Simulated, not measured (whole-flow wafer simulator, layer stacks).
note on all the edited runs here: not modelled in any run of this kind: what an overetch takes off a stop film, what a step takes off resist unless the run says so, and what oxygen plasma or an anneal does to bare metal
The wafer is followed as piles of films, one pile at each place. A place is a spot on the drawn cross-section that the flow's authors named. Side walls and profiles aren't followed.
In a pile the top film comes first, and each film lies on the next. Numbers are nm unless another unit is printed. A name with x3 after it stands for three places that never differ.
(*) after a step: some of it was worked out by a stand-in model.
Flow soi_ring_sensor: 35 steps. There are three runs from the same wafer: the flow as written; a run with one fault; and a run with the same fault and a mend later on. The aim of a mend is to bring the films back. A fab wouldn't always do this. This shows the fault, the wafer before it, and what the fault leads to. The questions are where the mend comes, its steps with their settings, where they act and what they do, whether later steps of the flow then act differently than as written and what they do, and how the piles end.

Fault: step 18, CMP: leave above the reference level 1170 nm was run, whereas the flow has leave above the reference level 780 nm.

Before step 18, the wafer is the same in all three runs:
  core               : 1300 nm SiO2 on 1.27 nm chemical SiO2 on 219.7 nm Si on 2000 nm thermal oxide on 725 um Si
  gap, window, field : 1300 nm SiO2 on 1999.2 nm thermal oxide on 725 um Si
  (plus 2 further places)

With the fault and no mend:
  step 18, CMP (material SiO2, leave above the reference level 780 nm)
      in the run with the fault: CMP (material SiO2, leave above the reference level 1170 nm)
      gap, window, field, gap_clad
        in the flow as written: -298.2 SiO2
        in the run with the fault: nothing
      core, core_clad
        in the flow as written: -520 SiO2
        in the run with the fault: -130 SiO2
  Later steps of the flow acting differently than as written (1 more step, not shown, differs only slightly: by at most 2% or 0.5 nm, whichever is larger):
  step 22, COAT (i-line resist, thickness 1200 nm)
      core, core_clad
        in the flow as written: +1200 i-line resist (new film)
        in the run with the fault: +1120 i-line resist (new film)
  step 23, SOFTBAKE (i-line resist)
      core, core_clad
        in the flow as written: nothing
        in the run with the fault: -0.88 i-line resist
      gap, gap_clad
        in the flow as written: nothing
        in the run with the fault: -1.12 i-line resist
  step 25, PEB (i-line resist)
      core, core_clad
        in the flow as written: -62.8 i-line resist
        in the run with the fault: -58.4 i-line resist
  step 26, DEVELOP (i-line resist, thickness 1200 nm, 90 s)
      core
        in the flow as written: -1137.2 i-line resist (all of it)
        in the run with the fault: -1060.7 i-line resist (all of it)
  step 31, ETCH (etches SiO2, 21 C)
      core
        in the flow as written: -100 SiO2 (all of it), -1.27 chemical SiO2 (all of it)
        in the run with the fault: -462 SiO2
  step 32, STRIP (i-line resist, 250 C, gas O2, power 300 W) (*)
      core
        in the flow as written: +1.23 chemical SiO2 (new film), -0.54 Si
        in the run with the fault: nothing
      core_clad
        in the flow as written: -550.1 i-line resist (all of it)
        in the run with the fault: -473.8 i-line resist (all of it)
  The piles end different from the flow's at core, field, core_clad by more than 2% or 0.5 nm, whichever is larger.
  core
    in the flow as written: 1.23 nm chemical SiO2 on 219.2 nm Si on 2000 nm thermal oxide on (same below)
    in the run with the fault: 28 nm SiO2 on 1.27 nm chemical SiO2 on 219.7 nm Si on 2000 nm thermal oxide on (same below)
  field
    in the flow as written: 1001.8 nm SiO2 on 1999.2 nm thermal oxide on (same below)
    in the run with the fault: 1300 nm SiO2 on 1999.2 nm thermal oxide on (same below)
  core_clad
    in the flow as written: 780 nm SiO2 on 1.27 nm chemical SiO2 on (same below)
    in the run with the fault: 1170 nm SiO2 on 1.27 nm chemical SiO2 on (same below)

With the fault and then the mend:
  After step 27 comes the mend.
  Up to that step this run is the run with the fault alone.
  step 27a, STRIP (i-line resist, 250 C, gas O2, power 300 W) (*)
      field
        -1138.1 i-line resist (all of it)
      core_clad
        -1060.6 i-line resist (all of it)
      gap_clad
        -1148 i-line resist (all of it)
  step 27b, CMP (material SiO2, leave above the reference level 780 nm) (the flow's step 18 again)
      gap, window, field, gap_clad
        -298.2 SiO2
      core, core_clad
        -390 SiO2
  step 27c, HMDS (120 C, 60 s) (the flow's step 21 again)
      alters no film at any place that is followed
  step 27d, COAT (i-line resist, thickness 1200 nm) (the flow's step 22 again)
      core, gap, window, field, core_clad, gap_clad
        +1200 i-line resist (new film)
  step 27e, SOFTBAKE (i-line resist) (the flow's step 23 again)
      alters no film at any place that is followed
  step 27f, EXPOSE (photomask WINDOW, dose 101 mJ/cm2, NA 0.5, wavelength 365 nm) (*) (the flow's step 24 again)
      alters no film at any place that is followed
  step 27g, PEB (i-line resist) (the flow's step 25 again)
      core, gap, window, field, core_clad, gap_clad
        -62.8 i-line resist
  step 27h, DEVELOP (i-line resist, thickness 1200 nm, 90 s) (the flow's step 26 again)
      core, gap, window
        -1137.2 i-line resist (all of it)
      field, core_clad, gap_clad
        -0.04 i-line resist
  None of the later steps of the flow acts differently than as written at any place that is followed.
  At every place that both follow, the piles at the end match the flow's.
